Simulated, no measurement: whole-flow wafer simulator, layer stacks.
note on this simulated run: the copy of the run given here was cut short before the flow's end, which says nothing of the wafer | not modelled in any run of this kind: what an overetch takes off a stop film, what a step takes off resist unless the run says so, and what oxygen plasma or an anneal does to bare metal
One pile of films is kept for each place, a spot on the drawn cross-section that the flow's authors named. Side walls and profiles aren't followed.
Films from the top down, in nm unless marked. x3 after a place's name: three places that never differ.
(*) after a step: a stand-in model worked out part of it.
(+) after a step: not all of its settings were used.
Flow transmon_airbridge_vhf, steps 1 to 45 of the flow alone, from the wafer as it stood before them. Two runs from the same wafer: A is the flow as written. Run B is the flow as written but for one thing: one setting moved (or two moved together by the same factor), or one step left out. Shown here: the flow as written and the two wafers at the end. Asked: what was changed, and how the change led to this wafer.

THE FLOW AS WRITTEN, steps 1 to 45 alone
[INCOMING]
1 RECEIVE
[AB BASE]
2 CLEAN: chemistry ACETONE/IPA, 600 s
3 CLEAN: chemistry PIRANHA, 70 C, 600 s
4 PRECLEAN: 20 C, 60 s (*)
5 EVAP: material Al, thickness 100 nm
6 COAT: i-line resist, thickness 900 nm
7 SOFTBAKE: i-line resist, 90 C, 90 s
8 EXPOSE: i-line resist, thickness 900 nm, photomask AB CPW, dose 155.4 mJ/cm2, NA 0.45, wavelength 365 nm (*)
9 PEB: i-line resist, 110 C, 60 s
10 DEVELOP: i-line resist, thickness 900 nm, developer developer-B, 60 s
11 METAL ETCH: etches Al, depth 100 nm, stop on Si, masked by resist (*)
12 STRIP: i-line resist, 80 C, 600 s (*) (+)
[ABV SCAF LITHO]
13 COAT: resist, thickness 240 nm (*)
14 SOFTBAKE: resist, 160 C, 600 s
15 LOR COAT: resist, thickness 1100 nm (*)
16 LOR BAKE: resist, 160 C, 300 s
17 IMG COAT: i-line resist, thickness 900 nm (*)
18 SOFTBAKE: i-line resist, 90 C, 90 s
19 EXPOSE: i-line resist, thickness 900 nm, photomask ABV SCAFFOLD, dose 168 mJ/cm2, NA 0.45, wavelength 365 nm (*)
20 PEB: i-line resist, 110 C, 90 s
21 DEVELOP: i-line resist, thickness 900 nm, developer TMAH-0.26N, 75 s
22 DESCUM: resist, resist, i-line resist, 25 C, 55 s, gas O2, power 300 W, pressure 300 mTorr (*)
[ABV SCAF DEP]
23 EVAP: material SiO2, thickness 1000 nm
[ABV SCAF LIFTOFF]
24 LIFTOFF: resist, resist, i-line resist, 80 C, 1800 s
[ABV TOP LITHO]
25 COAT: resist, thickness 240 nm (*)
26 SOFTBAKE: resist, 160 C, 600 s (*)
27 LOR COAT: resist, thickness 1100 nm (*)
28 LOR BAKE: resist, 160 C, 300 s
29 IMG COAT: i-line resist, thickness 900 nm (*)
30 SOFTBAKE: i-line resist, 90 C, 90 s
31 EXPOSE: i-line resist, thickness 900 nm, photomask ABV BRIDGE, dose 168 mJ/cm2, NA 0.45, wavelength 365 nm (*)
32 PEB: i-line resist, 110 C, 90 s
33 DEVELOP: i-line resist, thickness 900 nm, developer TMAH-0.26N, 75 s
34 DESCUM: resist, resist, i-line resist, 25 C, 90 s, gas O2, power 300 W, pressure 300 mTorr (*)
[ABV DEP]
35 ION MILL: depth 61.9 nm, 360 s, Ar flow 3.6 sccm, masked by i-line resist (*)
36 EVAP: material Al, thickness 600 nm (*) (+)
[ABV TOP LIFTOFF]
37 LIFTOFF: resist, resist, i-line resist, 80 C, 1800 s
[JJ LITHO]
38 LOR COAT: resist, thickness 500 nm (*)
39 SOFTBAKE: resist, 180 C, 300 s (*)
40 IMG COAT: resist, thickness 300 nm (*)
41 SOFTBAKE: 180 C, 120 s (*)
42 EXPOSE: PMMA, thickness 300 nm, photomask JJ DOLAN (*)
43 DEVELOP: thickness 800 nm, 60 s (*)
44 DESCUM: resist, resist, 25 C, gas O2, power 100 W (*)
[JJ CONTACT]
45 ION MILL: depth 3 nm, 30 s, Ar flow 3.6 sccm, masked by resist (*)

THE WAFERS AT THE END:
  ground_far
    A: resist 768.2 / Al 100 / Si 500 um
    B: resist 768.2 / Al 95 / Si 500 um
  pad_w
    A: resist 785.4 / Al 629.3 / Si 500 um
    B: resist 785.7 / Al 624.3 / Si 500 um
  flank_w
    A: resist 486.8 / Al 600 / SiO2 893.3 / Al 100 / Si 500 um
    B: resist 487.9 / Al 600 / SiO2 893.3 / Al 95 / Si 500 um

The cause: step 5, EVAP: thickness 95 nm was run, where the flow has thickness 100 nm.
It can be read off the wafer: ground_far has Al 95, and step 5 as written asks for 100 nm.

How the change led to this, step by step:
  5 EVAP: material Al, thickness 100 nm
      field x3, jj_line, ground_far and 12 more: A Al +100 (new film) | B Al +95 (new film)
  11 METAL ETCH: etches Al, depth 100 nm, stop on Si, masked by resist (*)
      field x3, jj_line, gap_w, gap_e: A Al -100 (all of it) | B Al -95 (all of it)
